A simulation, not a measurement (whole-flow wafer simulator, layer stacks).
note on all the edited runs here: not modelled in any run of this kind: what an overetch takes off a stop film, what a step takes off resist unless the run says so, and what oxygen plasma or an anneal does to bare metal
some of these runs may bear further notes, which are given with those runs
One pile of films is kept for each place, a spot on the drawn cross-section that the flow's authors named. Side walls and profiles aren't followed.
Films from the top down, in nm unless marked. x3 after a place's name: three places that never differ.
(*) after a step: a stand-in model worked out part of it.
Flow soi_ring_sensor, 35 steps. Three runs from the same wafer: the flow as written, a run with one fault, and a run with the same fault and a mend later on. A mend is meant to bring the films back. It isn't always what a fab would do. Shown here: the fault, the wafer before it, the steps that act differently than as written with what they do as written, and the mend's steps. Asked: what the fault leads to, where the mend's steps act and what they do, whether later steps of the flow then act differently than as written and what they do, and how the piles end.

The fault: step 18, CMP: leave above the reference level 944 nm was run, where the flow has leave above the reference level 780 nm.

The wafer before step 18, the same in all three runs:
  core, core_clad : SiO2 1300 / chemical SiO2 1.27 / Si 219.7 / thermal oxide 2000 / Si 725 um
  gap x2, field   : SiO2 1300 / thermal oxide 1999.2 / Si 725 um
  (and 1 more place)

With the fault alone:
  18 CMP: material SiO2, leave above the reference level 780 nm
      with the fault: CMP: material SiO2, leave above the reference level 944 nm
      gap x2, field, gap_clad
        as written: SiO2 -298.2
        with the fault: SiO2 -134.2
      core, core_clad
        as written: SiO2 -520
        with the fault: SiO2 -356
  Later steps of the flow that act differently than as written:
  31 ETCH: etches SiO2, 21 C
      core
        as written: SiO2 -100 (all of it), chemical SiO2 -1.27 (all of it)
        with the fault: SiO2 -264 (all of it), chemical SiO2 -1.27 (all of it)
  At the end the piles differ from the flow's by more than 2% or 0.5 nm, whichever is larger, at field, core_clad.
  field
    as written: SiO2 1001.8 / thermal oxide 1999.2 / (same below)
    with the fault: SiO2 1165.8 / thermal oxide 1999.2 / (same below)
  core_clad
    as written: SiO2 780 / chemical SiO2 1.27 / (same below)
    with the fault: SiO2 944 / chemical SiO2 1.27 / (same below)

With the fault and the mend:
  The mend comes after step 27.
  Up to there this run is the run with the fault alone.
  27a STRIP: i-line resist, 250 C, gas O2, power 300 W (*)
      field, core_clad, gap_clad
        i-line resist -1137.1 (all of it)
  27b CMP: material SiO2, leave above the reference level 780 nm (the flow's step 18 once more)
      core, gap x2, field, core_clad, gap_clad
        SiO2 -164
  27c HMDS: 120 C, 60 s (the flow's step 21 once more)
      changes no film at any place that is followed
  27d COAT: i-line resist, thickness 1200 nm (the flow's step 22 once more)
      core, gap x2, field, core_clad, gap_clad
        i-line resist +1200 (new film)
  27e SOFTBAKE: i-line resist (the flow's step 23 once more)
      changes no film at any place that is followed
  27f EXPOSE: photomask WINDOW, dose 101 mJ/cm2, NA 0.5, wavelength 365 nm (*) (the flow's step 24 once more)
      changes no film at any place that is followed
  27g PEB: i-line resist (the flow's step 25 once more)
      core, gap x2, field, core_clad, gap_clad
        i-line resist -62.8
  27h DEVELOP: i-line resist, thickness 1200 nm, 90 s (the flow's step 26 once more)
      core, gap x2
        i-line resist -1137.2 (all of it)
      field, core_clad, gap_clad
        i-line resist -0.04
  No later step of the flow acts differently than as written at any place that is followed.
  At the end the piles are the same as the flow's at every place that both follow.
